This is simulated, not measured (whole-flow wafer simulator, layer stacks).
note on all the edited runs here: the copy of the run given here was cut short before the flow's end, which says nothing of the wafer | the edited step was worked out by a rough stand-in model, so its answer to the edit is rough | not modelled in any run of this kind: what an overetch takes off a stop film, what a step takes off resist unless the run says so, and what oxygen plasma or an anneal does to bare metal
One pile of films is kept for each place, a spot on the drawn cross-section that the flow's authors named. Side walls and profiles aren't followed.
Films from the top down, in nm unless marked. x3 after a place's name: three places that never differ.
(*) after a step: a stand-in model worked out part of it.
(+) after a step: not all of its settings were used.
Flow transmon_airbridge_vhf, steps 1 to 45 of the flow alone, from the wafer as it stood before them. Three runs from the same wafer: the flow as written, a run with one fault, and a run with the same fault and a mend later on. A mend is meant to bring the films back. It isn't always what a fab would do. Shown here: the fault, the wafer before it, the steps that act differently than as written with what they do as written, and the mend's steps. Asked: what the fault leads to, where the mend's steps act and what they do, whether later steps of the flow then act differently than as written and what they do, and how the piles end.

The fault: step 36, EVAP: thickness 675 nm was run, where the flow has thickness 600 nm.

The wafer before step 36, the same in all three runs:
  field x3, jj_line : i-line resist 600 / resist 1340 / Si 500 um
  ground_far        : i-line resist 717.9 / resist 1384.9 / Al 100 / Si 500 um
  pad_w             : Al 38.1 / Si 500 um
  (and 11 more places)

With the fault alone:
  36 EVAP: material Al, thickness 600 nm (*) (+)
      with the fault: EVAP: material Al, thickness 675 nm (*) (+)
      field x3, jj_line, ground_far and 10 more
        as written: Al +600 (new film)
        with the fault: Al +675 (new film)
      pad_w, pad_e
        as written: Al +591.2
        with the fault: Al +665.1
  Later steps of the flow that act differently than as written:
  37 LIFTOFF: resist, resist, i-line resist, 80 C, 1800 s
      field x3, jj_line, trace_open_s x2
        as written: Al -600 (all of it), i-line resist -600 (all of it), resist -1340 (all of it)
        with the fault: Al -675 (all of it), i-line resist -600 (all of it), resist -1340 (all of it)
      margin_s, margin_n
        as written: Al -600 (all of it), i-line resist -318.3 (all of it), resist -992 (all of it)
        with the fault: Al -675 (all of it), i-line resist -318.3 (all of it), resist -992 (all of it)
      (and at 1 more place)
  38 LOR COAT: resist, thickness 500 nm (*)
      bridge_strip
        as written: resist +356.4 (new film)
        with the fault: resist +349.2 (new film)
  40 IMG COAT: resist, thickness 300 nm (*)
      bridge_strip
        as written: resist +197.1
        with the fault: resist +192.6
  At the end the piles differ from the flow's by more than 2% or 0.5 nm, whichever is larger, at pad_w, flank_w, gap_w, cpw_trace, gap_e, flank_e, pad_e, bridge_strip.
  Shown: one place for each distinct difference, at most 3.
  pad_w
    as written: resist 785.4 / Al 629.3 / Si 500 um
    with the fault: resist 776.5 / Al 703.2 / Si 500 um
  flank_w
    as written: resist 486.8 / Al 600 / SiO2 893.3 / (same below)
    with the fault: resist 482.5 / Al 675 / SiO2 893.3 / (same below)
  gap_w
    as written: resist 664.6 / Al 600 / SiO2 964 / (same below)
    with the fault: resist 659.1 / Al 675 / SiO2 964 / (same below)

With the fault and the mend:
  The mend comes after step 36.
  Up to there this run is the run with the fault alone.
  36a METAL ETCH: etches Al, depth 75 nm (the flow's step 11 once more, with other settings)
      field x3, jj_line, ground_far and 12 more
        Al -75
  No later step of the flow acts differently than as written, at any place that is followed, by more than 2% or 0.5 nm, whichever is larger.
  At the end the piles differ from the flow's only slightly at the places that both follow, by at most 2% or 0.5 nm, whichever is larger.
